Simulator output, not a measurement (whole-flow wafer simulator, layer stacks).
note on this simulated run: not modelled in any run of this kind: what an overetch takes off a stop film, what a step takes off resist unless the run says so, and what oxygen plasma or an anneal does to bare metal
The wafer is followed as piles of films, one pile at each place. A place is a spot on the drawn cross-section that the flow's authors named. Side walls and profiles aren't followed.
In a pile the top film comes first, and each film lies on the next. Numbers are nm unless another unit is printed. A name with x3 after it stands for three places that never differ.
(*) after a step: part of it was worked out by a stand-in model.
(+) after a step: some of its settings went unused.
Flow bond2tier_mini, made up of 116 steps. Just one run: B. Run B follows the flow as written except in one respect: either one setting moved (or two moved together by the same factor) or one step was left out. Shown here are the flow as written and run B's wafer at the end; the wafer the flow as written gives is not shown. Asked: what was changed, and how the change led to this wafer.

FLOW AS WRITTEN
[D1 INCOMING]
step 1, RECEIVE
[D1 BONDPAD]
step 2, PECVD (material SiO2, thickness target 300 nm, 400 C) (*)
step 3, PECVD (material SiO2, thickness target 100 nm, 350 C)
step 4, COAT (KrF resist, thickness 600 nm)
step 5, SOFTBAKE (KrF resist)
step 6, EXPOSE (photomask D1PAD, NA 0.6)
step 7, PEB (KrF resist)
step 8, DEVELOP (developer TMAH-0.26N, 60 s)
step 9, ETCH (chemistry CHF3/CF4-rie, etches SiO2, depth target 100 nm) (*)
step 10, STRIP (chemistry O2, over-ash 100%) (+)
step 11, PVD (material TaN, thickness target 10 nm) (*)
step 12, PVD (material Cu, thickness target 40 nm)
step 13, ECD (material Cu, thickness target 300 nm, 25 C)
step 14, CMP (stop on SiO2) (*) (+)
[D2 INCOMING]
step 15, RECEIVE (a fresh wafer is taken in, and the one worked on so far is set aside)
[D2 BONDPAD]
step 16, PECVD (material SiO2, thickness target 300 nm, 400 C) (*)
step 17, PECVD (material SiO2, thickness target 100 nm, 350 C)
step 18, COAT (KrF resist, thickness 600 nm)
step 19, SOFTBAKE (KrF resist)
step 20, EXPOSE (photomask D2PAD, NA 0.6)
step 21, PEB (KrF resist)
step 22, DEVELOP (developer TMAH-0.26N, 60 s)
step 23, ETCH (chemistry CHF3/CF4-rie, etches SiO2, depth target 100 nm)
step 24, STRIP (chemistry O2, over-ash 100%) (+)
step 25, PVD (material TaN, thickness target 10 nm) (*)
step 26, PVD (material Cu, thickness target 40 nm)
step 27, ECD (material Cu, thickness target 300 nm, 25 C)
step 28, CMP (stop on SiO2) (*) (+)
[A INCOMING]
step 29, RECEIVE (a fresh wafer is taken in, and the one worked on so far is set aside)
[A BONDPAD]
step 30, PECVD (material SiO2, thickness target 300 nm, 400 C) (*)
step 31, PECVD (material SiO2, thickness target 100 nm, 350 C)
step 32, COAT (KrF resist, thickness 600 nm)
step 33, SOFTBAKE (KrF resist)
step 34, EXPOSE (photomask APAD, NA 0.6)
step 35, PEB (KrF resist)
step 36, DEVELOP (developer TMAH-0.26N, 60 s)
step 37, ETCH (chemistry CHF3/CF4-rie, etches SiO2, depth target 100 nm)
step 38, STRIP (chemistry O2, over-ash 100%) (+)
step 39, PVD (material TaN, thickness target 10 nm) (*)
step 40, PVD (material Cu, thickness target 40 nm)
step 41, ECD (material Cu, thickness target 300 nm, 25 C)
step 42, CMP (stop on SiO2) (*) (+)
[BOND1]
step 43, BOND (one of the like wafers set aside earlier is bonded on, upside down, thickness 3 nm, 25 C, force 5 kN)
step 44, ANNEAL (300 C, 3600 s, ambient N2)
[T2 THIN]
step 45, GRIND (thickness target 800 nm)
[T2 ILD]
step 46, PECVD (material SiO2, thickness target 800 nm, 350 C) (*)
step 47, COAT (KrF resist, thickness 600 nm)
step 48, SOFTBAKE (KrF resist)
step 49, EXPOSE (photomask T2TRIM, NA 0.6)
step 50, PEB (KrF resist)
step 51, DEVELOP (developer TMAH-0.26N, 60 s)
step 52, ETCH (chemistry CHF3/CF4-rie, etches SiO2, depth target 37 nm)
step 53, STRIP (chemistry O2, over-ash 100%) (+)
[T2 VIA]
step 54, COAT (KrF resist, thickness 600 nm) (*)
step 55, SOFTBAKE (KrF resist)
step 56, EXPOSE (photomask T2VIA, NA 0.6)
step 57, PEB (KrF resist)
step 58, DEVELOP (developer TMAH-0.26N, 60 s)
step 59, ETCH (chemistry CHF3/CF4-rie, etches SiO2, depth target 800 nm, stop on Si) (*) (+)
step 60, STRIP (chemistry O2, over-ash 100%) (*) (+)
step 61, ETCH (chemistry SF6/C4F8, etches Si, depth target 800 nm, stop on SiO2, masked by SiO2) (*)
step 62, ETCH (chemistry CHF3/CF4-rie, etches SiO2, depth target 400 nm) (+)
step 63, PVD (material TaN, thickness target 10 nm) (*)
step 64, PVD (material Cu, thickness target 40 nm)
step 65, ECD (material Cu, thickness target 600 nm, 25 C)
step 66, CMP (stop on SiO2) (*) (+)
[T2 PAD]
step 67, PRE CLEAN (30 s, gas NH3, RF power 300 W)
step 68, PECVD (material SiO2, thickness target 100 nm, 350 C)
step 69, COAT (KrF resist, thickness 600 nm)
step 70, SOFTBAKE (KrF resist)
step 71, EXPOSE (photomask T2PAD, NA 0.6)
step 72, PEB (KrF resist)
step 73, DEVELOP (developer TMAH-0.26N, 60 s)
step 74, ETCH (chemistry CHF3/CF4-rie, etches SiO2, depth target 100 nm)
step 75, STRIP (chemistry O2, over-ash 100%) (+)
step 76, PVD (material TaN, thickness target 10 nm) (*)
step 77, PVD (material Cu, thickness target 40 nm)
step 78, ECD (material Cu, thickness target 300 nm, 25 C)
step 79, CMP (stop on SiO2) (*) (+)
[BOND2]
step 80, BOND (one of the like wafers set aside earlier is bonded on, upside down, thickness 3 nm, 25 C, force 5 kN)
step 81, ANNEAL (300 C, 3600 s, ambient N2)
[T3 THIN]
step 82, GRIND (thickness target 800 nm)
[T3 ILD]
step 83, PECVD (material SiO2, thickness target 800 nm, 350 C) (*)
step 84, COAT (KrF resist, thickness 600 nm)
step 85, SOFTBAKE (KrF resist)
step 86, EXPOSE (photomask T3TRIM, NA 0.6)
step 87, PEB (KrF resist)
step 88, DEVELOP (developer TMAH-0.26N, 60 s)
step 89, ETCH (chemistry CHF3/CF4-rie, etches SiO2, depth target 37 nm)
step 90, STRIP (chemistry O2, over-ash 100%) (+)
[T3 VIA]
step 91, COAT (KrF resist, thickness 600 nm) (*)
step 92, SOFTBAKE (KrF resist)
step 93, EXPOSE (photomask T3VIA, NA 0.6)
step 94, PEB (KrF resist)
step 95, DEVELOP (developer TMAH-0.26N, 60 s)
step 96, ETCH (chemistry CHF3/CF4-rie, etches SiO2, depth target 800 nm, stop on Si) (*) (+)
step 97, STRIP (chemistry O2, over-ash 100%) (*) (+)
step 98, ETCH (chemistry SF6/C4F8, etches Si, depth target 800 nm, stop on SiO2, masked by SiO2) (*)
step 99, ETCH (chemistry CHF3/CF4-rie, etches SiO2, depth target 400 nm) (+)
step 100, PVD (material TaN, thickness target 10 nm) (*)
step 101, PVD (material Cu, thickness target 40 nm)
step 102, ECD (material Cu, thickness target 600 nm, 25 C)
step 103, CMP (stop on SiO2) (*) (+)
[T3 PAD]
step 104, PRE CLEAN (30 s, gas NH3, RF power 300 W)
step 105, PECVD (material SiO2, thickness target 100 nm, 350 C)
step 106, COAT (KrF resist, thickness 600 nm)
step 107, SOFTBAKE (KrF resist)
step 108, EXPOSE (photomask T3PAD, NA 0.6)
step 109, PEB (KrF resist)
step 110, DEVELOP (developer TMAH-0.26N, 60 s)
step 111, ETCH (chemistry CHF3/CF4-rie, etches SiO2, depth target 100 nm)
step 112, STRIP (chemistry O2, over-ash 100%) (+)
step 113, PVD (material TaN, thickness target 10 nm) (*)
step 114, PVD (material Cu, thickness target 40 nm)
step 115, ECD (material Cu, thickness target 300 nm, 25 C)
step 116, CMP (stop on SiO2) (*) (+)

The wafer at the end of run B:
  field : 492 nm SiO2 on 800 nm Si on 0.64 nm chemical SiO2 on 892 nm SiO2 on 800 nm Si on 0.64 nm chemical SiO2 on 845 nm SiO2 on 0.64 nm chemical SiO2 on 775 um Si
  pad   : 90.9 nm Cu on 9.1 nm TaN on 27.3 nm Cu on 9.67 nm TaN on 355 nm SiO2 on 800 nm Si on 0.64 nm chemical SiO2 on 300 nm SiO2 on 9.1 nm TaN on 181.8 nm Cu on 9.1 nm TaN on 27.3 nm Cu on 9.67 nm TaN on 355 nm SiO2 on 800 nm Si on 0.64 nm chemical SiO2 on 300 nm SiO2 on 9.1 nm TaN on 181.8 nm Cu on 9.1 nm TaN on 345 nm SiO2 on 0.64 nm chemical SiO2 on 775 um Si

Cause: step 31, PECVD: thickness target 145 nm was run, whereas the flow has thickness target 100 nm.

The path from the change to this, step by step:
  step 31, PECVD (material SiO2, thickness target 100 nm, 350 C)
      field, pad, via: SiO2 gains 145 (as written it would have been: SiO2 gains 100)
